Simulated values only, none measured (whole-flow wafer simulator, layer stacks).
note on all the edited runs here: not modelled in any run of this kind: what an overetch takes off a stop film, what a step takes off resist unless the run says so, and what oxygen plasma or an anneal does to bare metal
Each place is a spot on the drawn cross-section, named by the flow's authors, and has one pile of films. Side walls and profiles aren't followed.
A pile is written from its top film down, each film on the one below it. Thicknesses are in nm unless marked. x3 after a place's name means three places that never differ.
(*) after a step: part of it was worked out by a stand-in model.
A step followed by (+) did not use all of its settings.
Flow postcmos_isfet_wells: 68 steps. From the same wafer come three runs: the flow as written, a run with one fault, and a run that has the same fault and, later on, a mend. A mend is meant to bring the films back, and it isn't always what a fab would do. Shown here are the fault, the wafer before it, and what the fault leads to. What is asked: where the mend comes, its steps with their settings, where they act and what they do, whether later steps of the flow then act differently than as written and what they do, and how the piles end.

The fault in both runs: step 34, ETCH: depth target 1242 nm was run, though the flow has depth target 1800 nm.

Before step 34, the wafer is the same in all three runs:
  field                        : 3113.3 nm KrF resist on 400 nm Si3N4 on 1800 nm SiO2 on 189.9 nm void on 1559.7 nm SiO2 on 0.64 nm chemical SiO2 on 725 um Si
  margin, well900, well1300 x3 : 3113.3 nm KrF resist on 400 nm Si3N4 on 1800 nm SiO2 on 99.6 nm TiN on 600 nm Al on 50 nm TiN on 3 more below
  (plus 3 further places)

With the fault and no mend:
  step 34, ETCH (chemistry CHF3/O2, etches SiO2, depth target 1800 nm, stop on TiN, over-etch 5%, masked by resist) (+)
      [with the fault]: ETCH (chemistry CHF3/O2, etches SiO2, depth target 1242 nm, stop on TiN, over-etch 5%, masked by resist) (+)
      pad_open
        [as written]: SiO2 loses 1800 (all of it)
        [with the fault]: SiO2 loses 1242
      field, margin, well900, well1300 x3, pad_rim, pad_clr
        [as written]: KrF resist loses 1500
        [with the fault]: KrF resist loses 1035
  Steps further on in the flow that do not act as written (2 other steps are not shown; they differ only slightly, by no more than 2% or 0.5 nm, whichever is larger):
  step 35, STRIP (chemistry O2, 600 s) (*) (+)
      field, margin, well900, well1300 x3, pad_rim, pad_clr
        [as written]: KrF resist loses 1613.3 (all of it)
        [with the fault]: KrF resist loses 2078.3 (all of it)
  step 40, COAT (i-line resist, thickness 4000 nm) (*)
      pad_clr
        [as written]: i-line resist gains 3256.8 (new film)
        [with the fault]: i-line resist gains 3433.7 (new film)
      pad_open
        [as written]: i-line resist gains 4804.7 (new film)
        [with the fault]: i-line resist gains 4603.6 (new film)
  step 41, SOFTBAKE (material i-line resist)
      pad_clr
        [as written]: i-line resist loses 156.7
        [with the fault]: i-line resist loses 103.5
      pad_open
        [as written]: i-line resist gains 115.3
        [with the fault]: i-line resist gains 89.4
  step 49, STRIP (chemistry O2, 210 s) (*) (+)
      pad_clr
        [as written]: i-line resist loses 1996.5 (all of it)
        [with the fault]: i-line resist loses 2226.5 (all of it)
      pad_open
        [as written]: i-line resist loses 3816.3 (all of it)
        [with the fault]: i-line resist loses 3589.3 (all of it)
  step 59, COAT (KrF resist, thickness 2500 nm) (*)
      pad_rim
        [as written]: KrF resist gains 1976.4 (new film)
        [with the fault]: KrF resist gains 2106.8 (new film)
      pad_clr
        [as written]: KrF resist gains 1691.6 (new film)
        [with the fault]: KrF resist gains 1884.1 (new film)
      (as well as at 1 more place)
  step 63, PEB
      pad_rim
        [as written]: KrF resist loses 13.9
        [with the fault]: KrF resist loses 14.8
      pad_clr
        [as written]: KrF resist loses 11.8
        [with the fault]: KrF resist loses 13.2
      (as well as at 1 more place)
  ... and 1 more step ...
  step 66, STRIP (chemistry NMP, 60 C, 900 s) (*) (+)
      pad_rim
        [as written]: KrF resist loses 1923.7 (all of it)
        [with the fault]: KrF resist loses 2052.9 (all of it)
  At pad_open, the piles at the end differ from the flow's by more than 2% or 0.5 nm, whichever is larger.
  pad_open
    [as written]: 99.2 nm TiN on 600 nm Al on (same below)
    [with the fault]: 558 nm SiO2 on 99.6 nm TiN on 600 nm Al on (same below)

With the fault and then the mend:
  After step 34 comes the mend.
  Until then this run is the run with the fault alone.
  step 34a, ETCH (chemistry CHF3/O2, etches SiO2, depth target 558 nm, stop on TiN, over-etch 5%, masked by resist) (a further turn of the flow's step 34, with different settings)
      field, margin, well900, well1300 x3, pad_rim, pad_clr
        KrF resist loses 465
      pad_open
        SiO2 loses 558 (all of it)
  None of the later steps of the flow acts differently than as written at any place that is followed.
  By the end, the piles equal the flow's at every place that both follow.
